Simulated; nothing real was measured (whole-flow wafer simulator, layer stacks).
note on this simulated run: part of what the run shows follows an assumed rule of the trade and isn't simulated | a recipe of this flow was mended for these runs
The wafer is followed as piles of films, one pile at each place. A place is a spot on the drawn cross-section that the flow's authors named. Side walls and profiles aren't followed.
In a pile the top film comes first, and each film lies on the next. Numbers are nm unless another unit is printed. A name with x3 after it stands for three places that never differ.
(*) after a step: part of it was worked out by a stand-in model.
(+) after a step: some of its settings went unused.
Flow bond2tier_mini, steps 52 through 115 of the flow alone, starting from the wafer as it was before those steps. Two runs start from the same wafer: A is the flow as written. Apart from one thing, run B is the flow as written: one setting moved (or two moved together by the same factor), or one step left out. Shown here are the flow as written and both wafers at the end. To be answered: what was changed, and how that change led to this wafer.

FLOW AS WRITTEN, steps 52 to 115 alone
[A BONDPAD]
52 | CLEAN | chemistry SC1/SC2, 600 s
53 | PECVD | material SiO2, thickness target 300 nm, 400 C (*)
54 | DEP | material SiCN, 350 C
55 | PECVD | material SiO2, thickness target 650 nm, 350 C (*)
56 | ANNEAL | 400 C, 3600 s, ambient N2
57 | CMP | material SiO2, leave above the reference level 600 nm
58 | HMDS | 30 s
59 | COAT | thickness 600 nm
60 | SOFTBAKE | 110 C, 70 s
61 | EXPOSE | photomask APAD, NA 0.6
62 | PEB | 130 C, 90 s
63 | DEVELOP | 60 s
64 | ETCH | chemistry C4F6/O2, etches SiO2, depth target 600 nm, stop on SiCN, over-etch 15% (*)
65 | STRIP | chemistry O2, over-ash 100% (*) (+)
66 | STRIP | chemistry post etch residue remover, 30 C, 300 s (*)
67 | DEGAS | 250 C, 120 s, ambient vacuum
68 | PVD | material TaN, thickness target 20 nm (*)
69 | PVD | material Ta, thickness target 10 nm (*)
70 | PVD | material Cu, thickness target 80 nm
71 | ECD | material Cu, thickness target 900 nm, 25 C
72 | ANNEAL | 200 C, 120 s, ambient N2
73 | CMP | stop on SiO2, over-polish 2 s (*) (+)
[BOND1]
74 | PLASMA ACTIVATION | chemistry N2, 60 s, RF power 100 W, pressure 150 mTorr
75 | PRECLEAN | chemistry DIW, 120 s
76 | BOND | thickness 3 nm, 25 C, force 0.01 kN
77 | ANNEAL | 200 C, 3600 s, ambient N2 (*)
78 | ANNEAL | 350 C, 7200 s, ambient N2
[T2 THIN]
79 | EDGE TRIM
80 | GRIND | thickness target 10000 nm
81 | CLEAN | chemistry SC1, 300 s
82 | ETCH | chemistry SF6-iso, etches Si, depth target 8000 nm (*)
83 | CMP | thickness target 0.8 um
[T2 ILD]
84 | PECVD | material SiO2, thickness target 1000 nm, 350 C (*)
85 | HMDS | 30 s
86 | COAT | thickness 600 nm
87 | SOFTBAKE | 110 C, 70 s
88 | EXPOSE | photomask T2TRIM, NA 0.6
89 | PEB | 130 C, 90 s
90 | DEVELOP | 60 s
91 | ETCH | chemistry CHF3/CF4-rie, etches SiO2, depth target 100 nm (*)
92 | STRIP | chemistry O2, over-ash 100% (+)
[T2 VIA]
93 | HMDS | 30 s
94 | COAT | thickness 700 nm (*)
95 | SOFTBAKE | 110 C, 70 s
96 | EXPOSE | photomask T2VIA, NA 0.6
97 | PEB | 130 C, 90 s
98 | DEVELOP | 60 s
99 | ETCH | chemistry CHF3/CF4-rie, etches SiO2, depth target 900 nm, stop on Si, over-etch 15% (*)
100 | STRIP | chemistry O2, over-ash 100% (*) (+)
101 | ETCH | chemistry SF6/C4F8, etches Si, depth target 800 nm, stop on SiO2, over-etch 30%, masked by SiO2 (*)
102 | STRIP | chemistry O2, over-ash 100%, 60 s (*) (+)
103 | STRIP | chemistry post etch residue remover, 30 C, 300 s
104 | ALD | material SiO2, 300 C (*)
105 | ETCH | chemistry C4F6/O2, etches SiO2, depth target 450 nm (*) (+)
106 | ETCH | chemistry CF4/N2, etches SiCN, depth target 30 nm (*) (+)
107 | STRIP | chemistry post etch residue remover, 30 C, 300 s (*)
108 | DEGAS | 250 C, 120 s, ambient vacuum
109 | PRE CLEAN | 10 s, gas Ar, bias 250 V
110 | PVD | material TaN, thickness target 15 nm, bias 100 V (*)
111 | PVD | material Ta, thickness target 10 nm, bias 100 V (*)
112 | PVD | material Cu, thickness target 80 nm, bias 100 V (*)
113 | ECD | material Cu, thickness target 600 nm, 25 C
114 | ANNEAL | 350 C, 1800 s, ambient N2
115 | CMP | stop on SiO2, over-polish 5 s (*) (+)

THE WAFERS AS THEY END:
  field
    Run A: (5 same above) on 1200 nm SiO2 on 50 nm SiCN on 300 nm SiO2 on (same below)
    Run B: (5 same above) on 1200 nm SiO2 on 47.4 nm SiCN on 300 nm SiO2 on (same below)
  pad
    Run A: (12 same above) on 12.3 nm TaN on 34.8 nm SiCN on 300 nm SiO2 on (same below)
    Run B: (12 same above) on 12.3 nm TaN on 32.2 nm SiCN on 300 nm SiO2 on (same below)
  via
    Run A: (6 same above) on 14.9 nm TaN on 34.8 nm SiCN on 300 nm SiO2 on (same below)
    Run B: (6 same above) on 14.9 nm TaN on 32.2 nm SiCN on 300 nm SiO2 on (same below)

What caused this: step 54, DEP: 363 C was run, while the flow as written has 350 C.

The path from the change to this, step by step:
  54 | DEP | material SiCN, 350 C
      field, pad, via: A SiCN gains 50 (new film) | B SiCN gains 47.4 (new film)
